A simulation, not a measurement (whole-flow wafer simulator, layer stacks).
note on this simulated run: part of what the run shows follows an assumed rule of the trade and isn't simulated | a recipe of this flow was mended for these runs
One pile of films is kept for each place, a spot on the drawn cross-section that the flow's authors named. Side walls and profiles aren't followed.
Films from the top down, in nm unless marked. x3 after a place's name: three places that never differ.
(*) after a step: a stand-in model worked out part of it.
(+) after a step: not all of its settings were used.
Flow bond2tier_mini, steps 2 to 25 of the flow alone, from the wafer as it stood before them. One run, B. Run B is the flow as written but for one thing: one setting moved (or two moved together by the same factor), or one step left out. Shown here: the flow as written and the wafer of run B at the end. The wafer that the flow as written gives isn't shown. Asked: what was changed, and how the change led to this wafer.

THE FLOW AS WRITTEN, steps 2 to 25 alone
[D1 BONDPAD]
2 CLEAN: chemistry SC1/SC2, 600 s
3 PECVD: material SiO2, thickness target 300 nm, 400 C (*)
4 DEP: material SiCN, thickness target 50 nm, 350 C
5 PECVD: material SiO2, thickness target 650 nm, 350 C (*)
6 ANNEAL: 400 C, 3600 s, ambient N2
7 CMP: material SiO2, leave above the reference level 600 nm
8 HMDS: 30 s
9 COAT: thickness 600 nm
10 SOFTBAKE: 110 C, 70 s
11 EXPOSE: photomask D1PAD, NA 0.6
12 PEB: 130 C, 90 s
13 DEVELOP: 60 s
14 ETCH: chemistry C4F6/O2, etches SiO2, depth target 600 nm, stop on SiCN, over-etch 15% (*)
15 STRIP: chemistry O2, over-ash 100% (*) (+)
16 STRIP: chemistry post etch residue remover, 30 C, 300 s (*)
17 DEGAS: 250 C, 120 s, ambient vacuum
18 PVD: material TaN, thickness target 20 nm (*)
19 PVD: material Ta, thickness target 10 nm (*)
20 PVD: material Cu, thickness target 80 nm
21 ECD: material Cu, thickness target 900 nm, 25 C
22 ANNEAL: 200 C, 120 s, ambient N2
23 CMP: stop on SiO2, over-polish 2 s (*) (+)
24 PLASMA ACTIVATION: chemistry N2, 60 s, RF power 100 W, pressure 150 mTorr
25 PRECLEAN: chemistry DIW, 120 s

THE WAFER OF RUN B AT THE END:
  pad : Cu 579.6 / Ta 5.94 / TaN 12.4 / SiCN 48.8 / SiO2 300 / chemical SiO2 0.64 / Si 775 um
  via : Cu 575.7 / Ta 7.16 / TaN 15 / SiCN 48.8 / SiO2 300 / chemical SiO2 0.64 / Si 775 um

The cause: step 14, ETCH: depth target 528 nm was run, where the flow has depth target 600 nm.

How the change led to this, step by step:
  14 ETCH: chemistry C4F6/O2, etches SiO2, depth target 600 nm, stop on SiCN, over-etch 15% (*)
      pad, via: SiO2 -600 (all of it), SiCN -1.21 (as written it would be: SiO2 -600 (all of it), SiCN -15.2)
      field: thick-KrF-resist -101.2 (as written it would be: thick-KrF-resist -115)
  15 STRIP: chemistry O2, over-ash 100% (*) (+)
      field: thick-KrF-resist -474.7 (all of it) (as written it would be: thick-KrF-resist -460.9 (all of it))
